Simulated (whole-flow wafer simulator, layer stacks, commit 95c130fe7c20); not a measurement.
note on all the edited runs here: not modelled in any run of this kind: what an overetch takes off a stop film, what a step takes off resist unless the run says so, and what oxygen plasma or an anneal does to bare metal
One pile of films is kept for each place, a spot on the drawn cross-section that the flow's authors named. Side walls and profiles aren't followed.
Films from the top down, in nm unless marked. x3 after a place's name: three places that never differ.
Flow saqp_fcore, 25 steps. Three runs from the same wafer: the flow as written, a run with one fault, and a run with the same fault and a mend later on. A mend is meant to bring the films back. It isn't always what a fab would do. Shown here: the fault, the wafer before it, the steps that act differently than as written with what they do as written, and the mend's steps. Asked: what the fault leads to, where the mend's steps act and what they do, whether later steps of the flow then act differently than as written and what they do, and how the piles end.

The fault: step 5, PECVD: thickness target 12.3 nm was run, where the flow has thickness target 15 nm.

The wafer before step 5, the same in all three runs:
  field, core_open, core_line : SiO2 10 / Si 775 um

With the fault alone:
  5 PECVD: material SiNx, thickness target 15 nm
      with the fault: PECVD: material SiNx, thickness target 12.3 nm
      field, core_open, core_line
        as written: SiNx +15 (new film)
        with the fault: SiNx +12.3 (new film)
  No later step of the flow acts differently than as written at any place that is followed.
  At the end the piles differ from the flow's by more than 2% or 0.5 nm, whichever is larger, at field, core_open, core_line.
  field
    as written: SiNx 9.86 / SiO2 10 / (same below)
    with the fault: SiNx 7.16 / SiO2 10 / (same below)
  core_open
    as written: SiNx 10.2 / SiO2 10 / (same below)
    with the fault: SiNx 7.48 / SiO2 10 / (same below)
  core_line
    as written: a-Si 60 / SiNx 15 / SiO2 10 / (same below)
    with the fault: a-Si 60 / SiNx 12.3 / SiO2 10 / (same below)

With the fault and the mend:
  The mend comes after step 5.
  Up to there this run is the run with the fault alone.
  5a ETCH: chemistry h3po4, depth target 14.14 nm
      field, core_open, core_line
        SiNx -12.3 (all of it)
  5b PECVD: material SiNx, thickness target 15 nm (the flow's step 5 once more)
      field, core_open, core_line
        SiNx +15 (new film)
  No later step of the flow acts differently than as written at any place that is followed.
  At the end the piles are the same as the flow's at every place that both follow.
